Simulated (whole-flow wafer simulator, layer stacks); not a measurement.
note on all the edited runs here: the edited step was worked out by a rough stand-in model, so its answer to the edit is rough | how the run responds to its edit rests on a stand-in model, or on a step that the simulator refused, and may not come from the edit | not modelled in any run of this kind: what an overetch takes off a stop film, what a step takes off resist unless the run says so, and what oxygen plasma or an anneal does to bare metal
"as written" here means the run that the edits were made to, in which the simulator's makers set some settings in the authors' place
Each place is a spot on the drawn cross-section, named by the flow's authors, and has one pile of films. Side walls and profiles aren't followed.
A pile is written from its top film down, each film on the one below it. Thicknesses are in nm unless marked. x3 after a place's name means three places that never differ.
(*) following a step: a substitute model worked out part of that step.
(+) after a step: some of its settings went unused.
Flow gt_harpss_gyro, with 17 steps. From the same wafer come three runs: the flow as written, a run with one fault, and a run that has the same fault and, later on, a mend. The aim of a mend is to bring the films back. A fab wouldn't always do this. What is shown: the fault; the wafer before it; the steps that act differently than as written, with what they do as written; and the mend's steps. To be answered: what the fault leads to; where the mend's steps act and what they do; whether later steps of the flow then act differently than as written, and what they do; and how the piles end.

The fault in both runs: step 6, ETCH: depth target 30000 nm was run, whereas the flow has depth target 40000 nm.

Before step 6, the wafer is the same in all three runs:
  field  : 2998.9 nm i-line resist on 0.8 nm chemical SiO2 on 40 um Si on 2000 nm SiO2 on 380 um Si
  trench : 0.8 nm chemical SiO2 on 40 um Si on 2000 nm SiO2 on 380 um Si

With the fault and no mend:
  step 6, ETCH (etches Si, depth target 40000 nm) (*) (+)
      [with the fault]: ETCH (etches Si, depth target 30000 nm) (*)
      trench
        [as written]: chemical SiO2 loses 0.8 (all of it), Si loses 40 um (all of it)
        [with the fault]: chemical SiO2 loses 0.8 (all of it), Si loses 30 um
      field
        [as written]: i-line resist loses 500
        [with the fault]: i-line resist loses 375
  Later steps of the flow acting differently than as written (3 more steps, not shown, differ only slightly: by at most 2% or 0.5 nm, whichever is larger):
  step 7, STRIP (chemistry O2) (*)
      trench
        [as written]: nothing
        [with the fault]: chemical SiO2 gains 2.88 (new film), Si loses 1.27
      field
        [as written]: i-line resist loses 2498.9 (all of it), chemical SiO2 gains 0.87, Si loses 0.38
        [with the fault]: i-line resist loses 2623.9 (all of it), chemical SiO2 gains 0.88, Si loses 0.39
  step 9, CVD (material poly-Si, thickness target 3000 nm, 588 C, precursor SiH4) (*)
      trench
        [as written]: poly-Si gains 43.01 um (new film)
        [with the fault]: poly-Si gains 33 um (new film)
  By the end, the piles at trench depart from the flow's by more than 2% or 0.5 nm, whichever is larger.
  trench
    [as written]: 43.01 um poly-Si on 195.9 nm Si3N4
    [with the fault]: 33 um poly-Si on 197.4 nm Si3N4 on 2.88 nm chemical SiO2 on 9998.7 nm Si

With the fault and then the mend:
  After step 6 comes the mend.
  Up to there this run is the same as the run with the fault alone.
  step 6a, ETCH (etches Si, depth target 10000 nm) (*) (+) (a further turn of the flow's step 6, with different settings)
      field
        i-line resist loses 125
      trench
        Si loses 9999.9 (all of it)
  None of the later steps of the flow acts differently than as written at any place that is followed.
  The piles end the same as the flow's at every place that both follow.
